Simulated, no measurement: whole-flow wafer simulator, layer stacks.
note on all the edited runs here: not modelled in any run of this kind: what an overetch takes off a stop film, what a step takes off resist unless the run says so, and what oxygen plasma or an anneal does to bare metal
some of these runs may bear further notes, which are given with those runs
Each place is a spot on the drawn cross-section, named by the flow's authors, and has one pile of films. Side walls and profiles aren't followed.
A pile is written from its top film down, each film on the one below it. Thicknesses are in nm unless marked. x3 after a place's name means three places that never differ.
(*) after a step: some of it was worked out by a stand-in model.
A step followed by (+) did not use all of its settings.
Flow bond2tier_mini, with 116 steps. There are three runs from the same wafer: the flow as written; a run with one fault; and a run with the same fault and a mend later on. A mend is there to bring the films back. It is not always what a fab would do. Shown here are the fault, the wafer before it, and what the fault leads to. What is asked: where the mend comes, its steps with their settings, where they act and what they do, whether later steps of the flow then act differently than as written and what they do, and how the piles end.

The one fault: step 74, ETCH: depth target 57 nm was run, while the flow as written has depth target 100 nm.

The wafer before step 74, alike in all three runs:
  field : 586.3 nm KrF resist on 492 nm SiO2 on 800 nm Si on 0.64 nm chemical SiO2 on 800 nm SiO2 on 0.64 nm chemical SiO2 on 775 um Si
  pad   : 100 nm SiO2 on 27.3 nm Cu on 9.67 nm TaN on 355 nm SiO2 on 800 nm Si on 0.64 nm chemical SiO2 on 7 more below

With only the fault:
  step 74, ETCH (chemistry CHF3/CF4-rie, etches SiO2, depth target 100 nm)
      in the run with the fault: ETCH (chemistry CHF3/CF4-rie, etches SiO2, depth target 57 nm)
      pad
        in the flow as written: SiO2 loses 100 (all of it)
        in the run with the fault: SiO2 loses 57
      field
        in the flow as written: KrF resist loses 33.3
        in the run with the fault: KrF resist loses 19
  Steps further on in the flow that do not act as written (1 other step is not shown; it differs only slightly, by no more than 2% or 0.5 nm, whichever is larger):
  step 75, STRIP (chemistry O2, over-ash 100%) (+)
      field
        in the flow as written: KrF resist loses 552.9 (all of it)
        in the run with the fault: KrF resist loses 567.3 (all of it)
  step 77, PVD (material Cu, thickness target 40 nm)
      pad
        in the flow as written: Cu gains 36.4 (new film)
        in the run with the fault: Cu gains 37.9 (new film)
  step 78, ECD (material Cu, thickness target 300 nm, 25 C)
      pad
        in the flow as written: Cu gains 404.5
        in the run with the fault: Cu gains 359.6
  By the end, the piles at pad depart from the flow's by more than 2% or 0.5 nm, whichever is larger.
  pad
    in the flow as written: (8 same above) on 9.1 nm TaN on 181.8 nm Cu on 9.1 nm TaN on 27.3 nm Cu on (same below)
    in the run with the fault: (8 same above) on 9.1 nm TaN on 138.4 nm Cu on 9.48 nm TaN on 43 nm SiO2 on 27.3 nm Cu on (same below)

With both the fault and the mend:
  The mend stands after step 75.
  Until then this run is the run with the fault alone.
  step 75a, COAT (KrF resist, thickness 600 nm) (*) (the flow's step 69, run once more)
      field
        KrF resist gains 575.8 (new film)
      pad
        KrF resist gains 625.2 (new film)
  step 75b, SOFTBAKE (KrF resist) (the flow's step 70, run once more)
      leaves every film unchanged at each place that is followed
  step 75c, EXPOSE (photomask T2PAD, NA 0.6) (the flow's step 71, run once more)
      leaves every film unchanged at each place that is followed
  step 75d, PEB (KrF resist) (the flow's step 72, run once more)
      leaves every film unchanged at each place that is followed
  step 75e, DEVELOP (developer TMAH-0.26N, 60 s) (the flow's step 73, run once more)
      field
        KrF resist loses 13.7
      pad
        KrF resist loses 625.2 (all of it)
  step 75f, ETCH (chemistry CHF3/CF4-rie, etches SiO2, depth target 43 nm) (the flow's step 74, run once more with other settings)
      field
        KrF resist loses 14.3
      pad
        SiO2 loses 43 (all of it)
  step 75g, STRIP (chemistry O2, over-ash 100%) (+) (the flow's step 75, run once more)
      field
        KrF resist loses 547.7 (all of it)
  Every later step of the flow that is run acts as written at every place that is followed.
  The piles end the same as the flow's at every place that both follow.
